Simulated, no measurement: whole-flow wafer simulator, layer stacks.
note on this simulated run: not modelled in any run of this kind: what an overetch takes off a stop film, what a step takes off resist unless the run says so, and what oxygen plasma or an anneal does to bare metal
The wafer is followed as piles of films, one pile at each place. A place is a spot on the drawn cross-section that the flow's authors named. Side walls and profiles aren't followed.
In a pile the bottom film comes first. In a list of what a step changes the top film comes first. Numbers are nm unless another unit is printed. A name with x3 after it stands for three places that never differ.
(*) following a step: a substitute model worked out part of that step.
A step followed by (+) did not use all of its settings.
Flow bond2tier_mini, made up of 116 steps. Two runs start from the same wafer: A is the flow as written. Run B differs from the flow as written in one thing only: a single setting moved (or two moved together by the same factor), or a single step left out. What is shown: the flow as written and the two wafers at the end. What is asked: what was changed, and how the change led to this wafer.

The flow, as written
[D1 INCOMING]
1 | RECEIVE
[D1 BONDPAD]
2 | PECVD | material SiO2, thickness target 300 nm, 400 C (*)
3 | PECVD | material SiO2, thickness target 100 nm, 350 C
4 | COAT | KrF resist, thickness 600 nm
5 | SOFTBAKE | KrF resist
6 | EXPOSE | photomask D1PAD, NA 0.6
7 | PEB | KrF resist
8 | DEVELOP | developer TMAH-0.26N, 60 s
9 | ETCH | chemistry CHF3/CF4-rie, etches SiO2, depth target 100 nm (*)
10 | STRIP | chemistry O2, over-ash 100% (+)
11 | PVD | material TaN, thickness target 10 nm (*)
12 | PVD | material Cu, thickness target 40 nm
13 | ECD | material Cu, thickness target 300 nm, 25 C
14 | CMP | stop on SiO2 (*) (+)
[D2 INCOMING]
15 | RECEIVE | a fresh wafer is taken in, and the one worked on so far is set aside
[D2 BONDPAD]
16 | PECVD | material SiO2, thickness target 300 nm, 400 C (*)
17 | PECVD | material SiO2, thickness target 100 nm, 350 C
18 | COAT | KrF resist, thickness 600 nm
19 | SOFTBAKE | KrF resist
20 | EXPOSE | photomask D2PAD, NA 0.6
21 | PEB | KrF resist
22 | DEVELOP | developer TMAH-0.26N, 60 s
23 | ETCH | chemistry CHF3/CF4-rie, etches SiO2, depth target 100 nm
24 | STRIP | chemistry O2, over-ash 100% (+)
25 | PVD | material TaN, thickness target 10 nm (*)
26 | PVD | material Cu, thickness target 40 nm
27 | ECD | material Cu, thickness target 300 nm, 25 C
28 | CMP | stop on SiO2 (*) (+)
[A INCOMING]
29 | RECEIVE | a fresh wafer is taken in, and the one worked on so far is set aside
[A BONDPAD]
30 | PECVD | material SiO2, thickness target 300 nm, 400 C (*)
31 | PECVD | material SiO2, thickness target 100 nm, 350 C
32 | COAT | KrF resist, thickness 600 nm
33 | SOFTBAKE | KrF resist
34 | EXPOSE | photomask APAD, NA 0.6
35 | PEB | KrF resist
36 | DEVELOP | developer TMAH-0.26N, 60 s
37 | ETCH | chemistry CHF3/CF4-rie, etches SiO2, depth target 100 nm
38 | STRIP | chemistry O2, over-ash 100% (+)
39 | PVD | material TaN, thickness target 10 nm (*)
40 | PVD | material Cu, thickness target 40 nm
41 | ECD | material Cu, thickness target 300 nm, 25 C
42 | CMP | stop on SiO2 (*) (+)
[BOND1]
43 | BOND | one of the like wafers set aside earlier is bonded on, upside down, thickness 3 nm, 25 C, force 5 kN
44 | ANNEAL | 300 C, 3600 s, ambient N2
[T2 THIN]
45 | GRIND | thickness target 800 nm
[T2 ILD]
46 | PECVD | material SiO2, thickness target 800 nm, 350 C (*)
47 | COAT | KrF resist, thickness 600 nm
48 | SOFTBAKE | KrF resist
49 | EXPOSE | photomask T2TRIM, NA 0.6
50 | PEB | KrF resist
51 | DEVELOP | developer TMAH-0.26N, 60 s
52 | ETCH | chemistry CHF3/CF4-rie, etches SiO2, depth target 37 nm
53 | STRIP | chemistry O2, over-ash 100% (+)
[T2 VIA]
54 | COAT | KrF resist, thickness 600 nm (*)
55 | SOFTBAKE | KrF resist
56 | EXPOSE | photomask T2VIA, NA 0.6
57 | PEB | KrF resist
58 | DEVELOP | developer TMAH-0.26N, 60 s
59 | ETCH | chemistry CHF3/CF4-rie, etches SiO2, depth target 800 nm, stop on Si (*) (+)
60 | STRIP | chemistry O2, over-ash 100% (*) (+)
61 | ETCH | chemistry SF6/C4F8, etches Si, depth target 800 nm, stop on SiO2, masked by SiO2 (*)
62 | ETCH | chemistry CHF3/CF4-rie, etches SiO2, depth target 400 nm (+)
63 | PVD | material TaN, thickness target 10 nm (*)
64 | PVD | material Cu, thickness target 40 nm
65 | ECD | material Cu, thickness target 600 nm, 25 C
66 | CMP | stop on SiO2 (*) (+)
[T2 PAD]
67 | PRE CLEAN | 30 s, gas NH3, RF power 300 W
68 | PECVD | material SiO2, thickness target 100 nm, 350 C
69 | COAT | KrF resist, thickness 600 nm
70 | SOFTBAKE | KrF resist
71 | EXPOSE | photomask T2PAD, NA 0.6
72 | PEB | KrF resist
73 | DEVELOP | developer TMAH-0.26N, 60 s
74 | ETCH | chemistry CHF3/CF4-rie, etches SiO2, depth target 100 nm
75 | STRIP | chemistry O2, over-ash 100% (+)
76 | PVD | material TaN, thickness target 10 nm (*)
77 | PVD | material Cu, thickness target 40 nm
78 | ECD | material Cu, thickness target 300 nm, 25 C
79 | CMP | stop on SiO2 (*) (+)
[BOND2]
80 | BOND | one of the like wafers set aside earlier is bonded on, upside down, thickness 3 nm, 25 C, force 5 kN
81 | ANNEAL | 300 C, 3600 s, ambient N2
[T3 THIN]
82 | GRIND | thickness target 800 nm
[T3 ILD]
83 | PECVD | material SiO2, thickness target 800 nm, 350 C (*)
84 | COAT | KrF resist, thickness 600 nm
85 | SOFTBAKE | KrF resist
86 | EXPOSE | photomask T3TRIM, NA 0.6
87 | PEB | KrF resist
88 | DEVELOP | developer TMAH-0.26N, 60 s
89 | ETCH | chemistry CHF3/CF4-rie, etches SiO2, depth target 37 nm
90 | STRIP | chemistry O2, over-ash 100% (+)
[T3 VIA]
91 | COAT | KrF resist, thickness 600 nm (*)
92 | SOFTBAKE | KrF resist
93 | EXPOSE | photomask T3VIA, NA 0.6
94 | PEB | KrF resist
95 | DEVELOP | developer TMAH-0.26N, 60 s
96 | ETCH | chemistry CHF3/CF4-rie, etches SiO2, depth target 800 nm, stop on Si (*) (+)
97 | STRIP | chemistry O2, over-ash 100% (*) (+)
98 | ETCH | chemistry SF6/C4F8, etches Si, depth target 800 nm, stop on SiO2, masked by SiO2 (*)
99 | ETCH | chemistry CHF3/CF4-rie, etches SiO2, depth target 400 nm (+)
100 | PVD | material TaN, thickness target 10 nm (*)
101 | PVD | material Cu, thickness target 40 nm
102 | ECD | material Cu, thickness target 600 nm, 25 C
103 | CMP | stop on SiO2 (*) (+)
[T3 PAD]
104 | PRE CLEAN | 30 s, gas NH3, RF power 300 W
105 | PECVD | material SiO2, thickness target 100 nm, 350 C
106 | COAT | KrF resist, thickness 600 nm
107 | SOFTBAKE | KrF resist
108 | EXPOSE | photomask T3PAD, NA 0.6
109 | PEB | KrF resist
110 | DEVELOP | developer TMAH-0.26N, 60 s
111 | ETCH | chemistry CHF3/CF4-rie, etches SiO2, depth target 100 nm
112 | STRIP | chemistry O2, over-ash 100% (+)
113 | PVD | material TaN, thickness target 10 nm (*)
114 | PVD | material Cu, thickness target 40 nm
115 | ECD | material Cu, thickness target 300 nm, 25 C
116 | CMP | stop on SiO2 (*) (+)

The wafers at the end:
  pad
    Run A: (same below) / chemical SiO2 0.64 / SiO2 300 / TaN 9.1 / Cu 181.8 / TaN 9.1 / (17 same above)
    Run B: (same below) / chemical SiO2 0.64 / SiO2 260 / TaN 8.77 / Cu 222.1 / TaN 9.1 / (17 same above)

Cause: step 37, ETCH: depth target 140 nm was run, whereas the flow has depth target 100 nm.

How this came from the change, step by step:
  37 | ETCH | chemistry CHF3/CF4-rie, etches SiO2, depth target 100 nm
      pad, via: A SiO2 loses 100 | B SiO2 loses 140
      field: A KrF resist loses 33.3 | B KrF resist loses 46.7
  38 | STRIP | chemistry O2, over-ash 100% (+)
      field: A KrF resist loses 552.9 (all of it) | B KrF resist loses 539.6 (all of it)
  40 | PVD | material Cu, thickness target 40 nm
      pad: A Cu gains 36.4 (new film) | B Cu gains 35.1 (new film)
  41 | ECD | material Cu, thickness target 300 nm, 25 C
      pad: A Cu gains 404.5 | B Cu gains 446.2
      via: A Cu gains 400.2 | B Cu gains 440.4
